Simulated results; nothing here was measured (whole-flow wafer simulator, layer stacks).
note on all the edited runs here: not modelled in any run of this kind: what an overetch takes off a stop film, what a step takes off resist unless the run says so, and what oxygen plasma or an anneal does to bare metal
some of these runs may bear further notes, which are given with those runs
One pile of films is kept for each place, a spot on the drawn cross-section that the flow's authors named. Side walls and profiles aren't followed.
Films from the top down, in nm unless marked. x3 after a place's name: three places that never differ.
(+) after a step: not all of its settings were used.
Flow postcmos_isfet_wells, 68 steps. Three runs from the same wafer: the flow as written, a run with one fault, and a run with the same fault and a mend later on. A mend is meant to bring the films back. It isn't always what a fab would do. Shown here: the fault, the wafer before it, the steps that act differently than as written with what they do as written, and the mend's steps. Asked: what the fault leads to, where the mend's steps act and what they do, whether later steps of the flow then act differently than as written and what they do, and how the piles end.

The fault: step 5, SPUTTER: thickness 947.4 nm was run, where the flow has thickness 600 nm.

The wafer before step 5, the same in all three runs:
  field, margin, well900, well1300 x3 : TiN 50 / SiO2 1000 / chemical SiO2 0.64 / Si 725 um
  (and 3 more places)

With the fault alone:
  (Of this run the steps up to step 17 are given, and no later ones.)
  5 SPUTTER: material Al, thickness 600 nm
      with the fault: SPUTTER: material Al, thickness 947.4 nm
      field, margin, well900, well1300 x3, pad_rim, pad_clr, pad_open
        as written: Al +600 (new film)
        with the fault: Al +947.4 (new film)
  Later steps of the flow that act differently than as written:
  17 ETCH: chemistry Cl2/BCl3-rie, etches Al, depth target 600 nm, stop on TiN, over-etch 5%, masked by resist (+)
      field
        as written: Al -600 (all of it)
        with the fault: Al -600
  After step 17 the piles differ from the flow's by more than 2% or 0.5 nm, whichever is larger, at field, margin, well900, well1300 x3, pad_rim, pad_clr, pad_open.
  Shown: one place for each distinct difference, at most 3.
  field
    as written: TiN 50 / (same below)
    with the fault: Al 347.4 / TiN 50 / (same below)
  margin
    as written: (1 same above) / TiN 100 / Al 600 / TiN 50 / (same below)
    with the fault: (1 same above) / TiN 100 / Al 947.4 / TiN 50 / (same below)

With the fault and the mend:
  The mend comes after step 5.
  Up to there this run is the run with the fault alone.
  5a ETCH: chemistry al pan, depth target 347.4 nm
      field, margin, well900, well1300 x3, pad_rim, pad_clr, pad_open
        Al -347.4
  No later step of the flow acts differently than as written at any place that is followed.
  At the end the piles are the same as the flow's at every place that both follow.
